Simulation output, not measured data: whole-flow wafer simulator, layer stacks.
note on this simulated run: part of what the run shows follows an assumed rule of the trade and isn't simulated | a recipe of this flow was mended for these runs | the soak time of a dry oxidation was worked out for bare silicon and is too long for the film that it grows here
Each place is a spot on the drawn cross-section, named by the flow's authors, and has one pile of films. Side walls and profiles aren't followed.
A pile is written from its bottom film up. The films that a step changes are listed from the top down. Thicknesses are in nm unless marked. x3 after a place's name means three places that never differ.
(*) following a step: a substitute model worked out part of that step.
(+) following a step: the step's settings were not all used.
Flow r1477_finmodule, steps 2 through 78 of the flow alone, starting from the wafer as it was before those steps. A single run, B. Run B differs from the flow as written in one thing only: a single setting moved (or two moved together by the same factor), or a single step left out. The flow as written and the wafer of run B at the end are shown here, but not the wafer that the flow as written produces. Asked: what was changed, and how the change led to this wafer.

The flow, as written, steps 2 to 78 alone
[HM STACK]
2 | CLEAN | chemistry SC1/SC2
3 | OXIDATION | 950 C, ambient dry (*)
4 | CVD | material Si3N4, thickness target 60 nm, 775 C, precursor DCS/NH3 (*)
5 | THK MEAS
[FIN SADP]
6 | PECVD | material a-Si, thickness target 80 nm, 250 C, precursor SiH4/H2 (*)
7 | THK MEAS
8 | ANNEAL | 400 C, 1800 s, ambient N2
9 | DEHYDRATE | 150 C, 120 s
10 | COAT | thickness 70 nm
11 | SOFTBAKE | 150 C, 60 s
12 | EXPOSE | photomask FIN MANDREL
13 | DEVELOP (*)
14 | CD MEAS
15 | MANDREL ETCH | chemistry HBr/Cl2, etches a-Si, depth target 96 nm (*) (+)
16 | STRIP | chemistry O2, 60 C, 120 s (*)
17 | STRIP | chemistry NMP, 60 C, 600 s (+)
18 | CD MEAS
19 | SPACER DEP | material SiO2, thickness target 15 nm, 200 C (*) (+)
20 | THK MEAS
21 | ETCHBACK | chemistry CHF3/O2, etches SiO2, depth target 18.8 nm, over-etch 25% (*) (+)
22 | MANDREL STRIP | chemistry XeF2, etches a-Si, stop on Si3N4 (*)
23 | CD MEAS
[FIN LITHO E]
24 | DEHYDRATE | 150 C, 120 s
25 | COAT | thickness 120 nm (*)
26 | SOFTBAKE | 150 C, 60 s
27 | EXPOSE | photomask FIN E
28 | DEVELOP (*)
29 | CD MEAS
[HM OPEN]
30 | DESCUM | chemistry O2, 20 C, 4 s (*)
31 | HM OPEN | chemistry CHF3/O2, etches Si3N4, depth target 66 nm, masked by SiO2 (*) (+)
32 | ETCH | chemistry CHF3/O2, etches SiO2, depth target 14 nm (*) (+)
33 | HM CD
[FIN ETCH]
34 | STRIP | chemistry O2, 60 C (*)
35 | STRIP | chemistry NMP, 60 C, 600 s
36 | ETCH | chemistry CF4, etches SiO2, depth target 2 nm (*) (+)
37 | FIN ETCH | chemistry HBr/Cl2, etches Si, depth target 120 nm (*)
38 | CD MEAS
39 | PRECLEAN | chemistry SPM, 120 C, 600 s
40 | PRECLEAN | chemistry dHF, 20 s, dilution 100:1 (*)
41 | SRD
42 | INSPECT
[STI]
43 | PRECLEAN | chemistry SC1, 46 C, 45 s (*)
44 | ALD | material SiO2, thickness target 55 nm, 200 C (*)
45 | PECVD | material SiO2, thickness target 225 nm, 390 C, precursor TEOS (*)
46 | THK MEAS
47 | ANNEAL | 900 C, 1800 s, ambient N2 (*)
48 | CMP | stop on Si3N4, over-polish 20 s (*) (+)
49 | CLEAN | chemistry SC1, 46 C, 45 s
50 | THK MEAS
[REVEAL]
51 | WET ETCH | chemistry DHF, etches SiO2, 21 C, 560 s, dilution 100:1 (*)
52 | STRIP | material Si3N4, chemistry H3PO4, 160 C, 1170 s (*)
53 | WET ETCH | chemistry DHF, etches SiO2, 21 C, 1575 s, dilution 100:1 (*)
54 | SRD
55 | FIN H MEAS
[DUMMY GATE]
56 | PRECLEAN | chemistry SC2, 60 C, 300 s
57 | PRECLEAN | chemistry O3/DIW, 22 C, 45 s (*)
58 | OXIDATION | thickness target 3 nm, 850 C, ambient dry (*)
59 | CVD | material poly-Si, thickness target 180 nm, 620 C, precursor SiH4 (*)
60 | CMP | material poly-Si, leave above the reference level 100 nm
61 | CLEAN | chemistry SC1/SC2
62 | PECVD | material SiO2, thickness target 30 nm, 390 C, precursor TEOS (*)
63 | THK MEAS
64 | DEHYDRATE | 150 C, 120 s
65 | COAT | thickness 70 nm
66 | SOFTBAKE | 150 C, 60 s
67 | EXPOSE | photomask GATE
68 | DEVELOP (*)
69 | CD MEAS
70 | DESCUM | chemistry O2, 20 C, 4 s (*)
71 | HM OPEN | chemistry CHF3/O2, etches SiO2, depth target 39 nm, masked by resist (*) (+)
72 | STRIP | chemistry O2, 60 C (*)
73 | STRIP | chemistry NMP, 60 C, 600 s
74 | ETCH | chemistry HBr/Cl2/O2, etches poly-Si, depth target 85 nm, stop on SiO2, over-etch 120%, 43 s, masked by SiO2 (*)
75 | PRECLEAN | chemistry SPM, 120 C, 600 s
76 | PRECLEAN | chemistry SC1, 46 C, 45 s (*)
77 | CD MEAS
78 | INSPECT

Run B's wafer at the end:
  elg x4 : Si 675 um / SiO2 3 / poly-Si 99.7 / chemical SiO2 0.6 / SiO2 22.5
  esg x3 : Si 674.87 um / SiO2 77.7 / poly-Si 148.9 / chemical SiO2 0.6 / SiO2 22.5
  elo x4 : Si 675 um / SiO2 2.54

What caused this: step 3, OXIDATION: 915 C was run, though the flow has 950 C.

How this came from the change, step by step:
  3 | OXIDATION | 950 C, ambient dry (*)
      pad, padg, elg x4 and 30 more: SiO2 gains 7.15 (new film), chemical SiO2 loses 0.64 (all of it), Si loses 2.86 (in the flow as written it would be: SiO2 gains 10 (new film), chemical SiO2 loses 0.64 (all of it), Si loses 4.12)
  32 | ETCH | chemistry CHF3/O2, etches SiO2, depth target 14 nm (*) (+)
      pad, padg, esg x3 and 11 more: SiO2 loses 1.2 (all of it), Si loses 2.56 (in the flow as written it would be: SiO2 loses 4.05 (all of it), Si loses 1.99)
      s40cg, s45cg, s50cg, s40co, s45co, s50co: SiO2 loses 4.15 (all of it), Si loses 1.97 (in the flow as written it would be: SiO2 loses 7 (all of it), Si loses 1.4)
  48 | CMP | stop on Si3N4, over-polish 20 s (*) (+)
      pad, padg: SiO2 loses 81.7 (in the flow as written it would be: SiO2 loses 79.4)
  53 | WET ETCH | chemistry DHF, etches SiO2, 21 C, 1575 s, dilution 100:1 (*)
      elg x4, elo x4: SiO2 loses 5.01 (all of it) (in the flow as written it would be: SiO2 loses 7.85 (all of it))
      s40sg_line, s45sg_line, s50sg_line, s40so_line, s45so_line, s50so_line: SiO2 loses 5.67 (all of it) (in the flow as written it would be: SiO2 loses 8.51 (all of it))
  60 | CMP | material poly-Si, leave above the reference level 100 nm
      pad, padg: poly-Si loses 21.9 (in the flow as written it would be: poly-Si loses 24.8)
